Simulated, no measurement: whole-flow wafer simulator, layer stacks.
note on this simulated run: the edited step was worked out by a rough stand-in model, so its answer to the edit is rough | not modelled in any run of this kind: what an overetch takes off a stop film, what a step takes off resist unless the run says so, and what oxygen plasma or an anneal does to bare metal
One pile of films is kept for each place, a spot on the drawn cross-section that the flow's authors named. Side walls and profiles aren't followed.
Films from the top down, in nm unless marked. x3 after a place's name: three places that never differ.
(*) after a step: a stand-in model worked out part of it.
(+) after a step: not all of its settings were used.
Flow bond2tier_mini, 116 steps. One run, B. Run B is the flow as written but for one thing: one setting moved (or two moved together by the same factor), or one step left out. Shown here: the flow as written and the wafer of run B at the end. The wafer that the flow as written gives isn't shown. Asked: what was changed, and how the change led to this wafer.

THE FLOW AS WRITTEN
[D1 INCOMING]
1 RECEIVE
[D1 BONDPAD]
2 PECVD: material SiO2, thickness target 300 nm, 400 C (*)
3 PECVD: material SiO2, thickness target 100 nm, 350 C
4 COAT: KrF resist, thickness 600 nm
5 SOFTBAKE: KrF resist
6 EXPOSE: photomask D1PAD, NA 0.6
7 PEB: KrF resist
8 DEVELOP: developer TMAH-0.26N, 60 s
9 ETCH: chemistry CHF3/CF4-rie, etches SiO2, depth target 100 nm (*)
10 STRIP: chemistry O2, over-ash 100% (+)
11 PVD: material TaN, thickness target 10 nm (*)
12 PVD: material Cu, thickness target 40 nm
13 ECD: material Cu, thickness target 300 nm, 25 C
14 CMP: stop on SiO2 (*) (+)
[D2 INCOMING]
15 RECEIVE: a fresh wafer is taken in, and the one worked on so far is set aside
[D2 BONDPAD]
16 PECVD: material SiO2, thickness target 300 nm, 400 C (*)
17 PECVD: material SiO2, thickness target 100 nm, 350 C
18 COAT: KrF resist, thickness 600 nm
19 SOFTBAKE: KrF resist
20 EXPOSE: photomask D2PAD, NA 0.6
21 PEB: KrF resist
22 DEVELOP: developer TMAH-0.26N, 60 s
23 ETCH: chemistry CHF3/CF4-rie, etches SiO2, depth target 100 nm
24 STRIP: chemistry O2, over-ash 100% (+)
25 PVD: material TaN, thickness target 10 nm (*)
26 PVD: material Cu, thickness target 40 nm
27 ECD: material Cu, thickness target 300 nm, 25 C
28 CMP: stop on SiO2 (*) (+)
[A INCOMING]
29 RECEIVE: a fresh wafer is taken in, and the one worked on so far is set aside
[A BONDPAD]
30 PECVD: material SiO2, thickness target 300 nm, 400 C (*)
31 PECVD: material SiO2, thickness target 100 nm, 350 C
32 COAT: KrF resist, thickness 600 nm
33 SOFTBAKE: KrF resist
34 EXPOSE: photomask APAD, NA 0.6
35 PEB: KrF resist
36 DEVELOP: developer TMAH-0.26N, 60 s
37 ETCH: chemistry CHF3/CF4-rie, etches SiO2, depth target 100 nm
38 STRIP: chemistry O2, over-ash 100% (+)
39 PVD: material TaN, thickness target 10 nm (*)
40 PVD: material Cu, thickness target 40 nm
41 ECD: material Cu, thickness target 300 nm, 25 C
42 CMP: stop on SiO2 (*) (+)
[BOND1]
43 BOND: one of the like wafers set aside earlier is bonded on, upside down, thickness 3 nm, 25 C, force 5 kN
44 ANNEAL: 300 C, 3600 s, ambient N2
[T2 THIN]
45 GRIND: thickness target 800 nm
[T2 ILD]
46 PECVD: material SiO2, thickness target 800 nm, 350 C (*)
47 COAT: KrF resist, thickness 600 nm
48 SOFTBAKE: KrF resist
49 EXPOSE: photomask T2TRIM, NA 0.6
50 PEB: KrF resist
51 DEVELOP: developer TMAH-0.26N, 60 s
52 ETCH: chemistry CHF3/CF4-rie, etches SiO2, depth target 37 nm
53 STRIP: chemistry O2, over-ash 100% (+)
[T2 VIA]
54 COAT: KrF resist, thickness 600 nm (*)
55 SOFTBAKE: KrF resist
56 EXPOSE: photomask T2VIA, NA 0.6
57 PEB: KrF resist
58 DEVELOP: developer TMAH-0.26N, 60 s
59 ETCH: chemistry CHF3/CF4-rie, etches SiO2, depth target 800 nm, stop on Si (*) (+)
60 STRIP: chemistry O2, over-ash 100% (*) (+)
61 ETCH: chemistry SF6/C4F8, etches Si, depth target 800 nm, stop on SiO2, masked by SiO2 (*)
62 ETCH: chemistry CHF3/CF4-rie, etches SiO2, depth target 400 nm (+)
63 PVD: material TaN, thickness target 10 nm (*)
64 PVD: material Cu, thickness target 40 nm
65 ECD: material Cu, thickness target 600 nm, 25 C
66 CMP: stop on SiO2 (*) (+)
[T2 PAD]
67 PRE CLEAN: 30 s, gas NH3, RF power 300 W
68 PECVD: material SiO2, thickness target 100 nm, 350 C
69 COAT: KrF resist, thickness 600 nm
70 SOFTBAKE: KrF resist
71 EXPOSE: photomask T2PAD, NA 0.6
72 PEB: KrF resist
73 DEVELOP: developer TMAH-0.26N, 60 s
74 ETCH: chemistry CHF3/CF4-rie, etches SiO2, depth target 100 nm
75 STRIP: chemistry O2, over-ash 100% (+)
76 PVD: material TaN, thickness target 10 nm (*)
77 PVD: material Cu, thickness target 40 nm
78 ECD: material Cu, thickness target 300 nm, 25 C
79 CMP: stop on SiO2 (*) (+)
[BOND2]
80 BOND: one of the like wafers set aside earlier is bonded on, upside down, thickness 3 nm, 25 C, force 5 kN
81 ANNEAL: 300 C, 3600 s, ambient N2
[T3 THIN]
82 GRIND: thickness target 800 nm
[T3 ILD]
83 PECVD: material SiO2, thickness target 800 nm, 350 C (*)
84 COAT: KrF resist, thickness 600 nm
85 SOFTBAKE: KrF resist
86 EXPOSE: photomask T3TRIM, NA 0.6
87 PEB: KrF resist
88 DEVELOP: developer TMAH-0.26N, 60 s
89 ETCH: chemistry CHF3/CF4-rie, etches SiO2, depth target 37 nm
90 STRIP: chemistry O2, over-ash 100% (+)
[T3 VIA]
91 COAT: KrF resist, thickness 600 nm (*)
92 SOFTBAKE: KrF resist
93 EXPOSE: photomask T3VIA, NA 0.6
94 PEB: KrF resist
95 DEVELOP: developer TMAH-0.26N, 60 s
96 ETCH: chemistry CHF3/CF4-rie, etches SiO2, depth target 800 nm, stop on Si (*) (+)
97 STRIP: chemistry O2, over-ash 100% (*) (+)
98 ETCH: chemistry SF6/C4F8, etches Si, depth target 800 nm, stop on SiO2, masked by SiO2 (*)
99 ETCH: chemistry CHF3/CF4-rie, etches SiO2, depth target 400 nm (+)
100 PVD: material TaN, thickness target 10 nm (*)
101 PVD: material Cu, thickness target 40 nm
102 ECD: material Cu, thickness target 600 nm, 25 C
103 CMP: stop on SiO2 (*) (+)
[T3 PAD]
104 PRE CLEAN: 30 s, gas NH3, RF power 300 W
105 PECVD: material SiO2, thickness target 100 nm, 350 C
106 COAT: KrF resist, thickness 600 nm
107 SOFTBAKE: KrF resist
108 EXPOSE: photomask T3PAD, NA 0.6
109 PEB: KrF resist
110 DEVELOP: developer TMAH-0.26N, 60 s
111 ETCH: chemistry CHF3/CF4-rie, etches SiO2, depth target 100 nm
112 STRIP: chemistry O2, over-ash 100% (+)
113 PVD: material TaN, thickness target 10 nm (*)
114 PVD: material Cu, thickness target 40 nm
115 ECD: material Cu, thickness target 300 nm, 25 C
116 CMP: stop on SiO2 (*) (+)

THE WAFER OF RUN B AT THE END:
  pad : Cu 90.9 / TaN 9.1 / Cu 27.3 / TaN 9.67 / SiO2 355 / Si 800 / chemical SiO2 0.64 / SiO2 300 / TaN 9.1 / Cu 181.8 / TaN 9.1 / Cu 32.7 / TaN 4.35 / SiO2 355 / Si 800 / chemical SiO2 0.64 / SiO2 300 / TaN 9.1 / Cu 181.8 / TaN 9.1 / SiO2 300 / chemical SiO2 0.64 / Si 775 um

The cause: step 63, PVD: thickness target 4.5 nm was run, where the flow has thickness target 10 nm.

How the change led to this, step by step:
  63 PVD: material TaN, thickness target 10 nm (*)
      field: TaN +4.5 (new film) (as written it would be: TaN +10 (new film))
      pad: TaN +4.35 (new film) (as written it would be: TaN +9.67 (new film))
  66 CMP: stop on SiO2 (*) (+)
      field: Cu -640 (all of it), TaN -4.5 (all of it) (as written it would be: Cu -640 (all of it), TaN -10 (all of it))
